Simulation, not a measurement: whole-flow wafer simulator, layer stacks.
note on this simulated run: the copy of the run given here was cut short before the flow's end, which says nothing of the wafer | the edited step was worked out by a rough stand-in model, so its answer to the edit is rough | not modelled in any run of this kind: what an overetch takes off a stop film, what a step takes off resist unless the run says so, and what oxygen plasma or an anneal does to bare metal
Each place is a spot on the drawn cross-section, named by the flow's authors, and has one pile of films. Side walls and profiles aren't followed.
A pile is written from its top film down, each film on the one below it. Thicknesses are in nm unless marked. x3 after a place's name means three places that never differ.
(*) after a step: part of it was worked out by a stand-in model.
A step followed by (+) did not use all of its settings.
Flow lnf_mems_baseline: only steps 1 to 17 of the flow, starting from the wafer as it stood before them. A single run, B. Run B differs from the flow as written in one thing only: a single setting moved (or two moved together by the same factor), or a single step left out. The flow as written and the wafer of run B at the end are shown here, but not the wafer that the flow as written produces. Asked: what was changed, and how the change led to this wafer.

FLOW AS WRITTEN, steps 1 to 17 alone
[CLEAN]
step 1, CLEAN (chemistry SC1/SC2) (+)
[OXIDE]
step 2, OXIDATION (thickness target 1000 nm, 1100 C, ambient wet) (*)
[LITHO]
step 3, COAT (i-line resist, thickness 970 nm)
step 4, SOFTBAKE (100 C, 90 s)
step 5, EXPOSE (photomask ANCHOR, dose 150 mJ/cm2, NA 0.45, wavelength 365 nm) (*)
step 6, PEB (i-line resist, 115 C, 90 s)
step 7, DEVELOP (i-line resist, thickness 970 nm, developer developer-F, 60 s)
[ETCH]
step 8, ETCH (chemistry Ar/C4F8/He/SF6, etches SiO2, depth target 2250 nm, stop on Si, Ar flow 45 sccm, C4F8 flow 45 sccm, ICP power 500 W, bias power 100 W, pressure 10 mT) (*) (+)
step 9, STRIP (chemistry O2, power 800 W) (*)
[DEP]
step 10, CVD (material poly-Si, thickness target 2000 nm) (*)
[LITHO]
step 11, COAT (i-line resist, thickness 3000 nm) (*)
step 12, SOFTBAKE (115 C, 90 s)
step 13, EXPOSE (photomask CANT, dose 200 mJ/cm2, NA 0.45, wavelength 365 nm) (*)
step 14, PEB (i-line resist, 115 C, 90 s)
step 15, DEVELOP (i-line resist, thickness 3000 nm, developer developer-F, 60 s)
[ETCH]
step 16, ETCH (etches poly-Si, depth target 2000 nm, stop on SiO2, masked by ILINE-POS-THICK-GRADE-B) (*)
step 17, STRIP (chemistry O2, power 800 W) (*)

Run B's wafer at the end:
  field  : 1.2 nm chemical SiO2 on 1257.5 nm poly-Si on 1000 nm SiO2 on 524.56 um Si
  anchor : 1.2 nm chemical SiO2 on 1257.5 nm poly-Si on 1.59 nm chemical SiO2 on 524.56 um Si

The reason: step 10, CVD: thickness target 1258 nm was run, though the flow has thickness target 2000 nm.

How this came from the change, step by step:
  step 10, CVD (material poly-Si, thickness target 2000 nm) (*)
      field, beam, trench, char_slit: +1258 poly-Si (new film) (it would be, as written: +2000 poly-Si (new film))
      anchor: +1258 poly-Si (new film) (it would be, as written: +2322 poly-Si (new film))
  step 11, COAT (i-line resist, thickness 3000 nm) (*)
      anchor: +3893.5 i-line resist (new film) (it would be, as written: +3611.6 i-line resist (new film))
  step 12, SOFTBAKE (115 C, 90 s)
      field: -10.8 i-line resist (it would be, as written: -6.66 i-line resist)
      anchor: +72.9 i-line resist (it would be, as written: +45.4 i-line resist)
      (also at 2 further places)
  step 14, PEB (i-line resist, 115 C, 90 s)
      anchor: -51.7 i-line resist (it would be, as written: -46.1 i-line resist)
  step 16, ETCH (etches poly-Si, depth target 2000 nm, stop on SiO2, masked by ILINE-POS-THICK-GRADE-B) (*)
      field, anchor, beam: -23.6 i-line resist (it would be, as written: -25 i-line resist)
      trench, char_slit: -1258 poly-Si (all of it) (it would be, as written: -2000 poly-Si (all of it))
  step 17, STRIP (chemistry O2, power 800 W) (*)
      anchor: +1.2 chemical SiO2 (new film), -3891 i-line resist (all of it), -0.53 poly-Si (it would be, as written: +1.17 chemical SiO2 (new film), -3585.8 i-line resist (all of it), -0.52 poly-Si)
